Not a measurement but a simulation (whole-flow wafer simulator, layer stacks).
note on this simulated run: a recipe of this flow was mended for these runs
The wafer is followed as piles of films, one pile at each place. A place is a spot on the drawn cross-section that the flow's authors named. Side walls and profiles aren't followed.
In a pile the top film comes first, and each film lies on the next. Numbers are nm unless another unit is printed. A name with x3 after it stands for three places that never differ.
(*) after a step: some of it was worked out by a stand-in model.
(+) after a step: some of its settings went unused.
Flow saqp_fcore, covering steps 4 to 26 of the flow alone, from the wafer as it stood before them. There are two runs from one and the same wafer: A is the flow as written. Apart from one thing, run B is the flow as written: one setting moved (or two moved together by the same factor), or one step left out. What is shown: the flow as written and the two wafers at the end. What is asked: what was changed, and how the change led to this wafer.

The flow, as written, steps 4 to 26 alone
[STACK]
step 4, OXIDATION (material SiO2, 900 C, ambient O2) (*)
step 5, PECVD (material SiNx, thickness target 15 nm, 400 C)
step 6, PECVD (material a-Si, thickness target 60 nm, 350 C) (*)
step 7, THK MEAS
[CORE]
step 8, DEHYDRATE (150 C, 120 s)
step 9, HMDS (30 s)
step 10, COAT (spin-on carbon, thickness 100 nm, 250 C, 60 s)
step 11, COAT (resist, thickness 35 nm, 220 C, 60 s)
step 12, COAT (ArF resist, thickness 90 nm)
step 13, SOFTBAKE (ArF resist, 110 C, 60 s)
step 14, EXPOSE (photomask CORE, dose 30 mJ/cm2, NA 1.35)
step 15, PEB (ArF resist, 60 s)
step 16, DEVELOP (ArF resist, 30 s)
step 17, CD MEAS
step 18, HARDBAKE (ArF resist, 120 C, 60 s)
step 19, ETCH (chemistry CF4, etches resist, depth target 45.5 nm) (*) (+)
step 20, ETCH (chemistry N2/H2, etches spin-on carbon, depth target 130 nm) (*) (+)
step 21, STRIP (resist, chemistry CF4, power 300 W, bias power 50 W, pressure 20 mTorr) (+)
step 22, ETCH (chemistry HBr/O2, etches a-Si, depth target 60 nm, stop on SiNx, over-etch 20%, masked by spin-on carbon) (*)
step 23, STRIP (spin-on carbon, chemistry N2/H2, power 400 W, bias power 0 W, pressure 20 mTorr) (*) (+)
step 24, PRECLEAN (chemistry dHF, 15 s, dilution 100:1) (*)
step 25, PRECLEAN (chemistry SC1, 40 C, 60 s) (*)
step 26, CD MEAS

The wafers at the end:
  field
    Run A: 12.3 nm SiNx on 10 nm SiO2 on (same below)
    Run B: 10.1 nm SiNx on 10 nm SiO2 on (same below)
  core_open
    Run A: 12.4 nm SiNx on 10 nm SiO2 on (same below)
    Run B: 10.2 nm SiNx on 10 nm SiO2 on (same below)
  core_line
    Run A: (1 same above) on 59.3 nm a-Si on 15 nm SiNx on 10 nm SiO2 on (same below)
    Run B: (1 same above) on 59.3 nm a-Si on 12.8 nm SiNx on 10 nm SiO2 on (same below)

The reason: step 5, PECVD: thickness target 12.8 nm was run, while the flow as written has thickness target 15 nm.
The wafer itself shows it: core_line has SiNx 12.8, and step 5 as written asks for 15 nm.

How this came from the change, step by step:
  step 5, PECVD (material SiNx, thickness target 15 nm, 400 C)
      field, core_open, core_line: A +15 SiNx (new film) | B +12.8 SiNx (new film)
